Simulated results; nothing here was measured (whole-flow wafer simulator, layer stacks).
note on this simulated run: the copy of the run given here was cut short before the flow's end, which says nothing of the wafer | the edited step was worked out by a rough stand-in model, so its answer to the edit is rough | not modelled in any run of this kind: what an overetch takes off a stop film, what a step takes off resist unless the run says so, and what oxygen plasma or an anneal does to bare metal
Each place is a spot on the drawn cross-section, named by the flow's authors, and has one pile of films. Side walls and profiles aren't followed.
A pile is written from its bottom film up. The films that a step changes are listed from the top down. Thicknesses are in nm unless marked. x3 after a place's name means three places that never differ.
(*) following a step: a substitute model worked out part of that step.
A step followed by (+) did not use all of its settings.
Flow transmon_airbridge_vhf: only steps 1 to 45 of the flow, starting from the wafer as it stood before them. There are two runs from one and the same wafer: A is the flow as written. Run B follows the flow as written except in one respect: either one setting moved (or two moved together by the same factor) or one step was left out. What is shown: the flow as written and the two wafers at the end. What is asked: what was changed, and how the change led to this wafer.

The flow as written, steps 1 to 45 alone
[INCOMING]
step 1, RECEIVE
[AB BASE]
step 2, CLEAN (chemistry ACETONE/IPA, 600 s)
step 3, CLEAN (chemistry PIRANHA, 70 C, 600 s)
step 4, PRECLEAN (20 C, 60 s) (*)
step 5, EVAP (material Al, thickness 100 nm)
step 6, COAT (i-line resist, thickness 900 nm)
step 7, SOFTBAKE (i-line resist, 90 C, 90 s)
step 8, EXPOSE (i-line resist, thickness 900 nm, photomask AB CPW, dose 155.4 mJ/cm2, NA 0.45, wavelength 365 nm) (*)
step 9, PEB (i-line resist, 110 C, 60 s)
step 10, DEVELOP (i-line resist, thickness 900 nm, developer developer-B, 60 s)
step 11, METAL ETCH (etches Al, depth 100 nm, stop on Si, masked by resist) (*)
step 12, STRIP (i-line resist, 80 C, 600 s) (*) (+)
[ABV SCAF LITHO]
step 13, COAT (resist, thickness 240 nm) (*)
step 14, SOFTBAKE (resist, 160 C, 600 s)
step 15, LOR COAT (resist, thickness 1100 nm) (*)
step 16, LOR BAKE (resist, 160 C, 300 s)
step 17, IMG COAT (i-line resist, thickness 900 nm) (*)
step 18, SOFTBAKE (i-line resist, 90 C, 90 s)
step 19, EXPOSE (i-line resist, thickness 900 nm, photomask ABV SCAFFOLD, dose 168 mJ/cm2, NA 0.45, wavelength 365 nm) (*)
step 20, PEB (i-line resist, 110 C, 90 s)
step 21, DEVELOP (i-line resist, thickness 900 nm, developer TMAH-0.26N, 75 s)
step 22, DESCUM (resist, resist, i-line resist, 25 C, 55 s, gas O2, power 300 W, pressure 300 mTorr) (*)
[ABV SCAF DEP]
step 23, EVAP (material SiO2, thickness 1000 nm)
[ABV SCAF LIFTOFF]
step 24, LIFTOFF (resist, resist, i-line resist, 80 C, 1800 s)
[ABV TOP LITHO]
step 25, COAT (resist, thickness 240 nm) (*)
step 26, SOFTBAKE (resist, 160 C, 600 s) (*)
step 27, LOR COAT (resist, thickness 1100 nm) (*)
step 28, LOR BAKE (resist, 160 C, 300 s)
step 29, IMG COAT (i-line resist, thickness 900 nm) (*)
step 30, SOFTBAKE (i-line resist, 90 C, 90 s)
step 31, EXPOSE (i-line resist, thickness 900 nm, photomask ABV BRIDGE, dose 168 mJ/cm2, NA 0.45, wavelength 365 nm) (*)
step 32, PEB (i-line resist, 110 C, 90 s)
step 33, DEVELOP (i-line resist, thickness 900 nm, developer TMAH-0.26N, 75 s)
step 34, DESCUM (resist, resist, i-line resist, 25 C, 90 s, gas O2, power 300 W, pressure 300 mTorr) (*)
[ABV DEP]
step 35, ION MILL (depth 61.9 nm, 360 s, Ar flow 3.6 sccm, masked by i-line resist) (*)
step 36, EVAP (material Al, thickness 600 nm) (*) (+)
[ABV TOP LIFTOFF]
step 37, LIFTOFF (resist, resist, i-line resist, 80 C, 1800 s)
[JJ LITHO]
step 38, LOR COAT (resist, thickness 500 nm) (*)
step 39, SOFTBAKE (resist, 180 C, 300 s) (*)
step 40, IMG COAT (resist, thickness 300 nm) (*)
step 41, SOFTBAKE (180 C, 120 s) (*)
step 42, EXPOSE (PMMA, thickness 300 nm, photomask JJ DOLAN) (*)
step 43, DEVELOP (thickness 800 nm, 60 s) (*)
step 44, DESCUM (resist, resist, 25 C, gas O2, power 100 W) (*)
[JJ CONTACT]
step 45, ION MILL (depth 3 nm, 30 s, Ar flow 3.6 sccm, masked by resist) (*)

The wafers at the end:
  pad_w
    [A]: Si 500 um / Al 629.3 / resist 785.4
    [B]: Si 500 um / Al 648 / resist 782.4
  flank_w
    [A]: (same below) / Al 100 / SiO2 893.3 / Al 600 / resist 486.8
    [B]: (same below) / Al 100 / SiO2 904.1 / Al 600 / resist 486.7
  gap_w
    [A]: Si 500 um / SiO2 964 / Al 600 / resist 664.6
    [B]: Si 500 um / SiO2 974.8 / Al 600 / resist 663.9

Cause: step 35, ION MILL: 252 s was run, though the flow has 360 s.

Step by step, how the change led to this:
  step 35, ION MILL (depth 61.9 nm, 360 s, Ar flow 3.6 sccm, masked by i-line resist) (*)
      field x3, jj_line, ground_far, trace_open_s x2, margin_s, margin_n: A i-line resist loses 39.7 | B i-line resist loses 27.8
      flank_w, gap_w, cpw_trace, gap_e, flank_e, bridge_strip: A SiO2 loses 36 | B SiO2 loses 25.2
      (also at 2 further places)
  step 37, LIFTOFF (resist, resist, i-line resist, 80 C, 1800 s)
      margin_s, margin_n: A Al loses 600 (all of it), i-line resist loses 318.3 (all of it), resist loses 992 (all of it) | B Al loses 600 (all of it), i-line resist loses 330.2 (all of it), resist loses 992 (all of it)
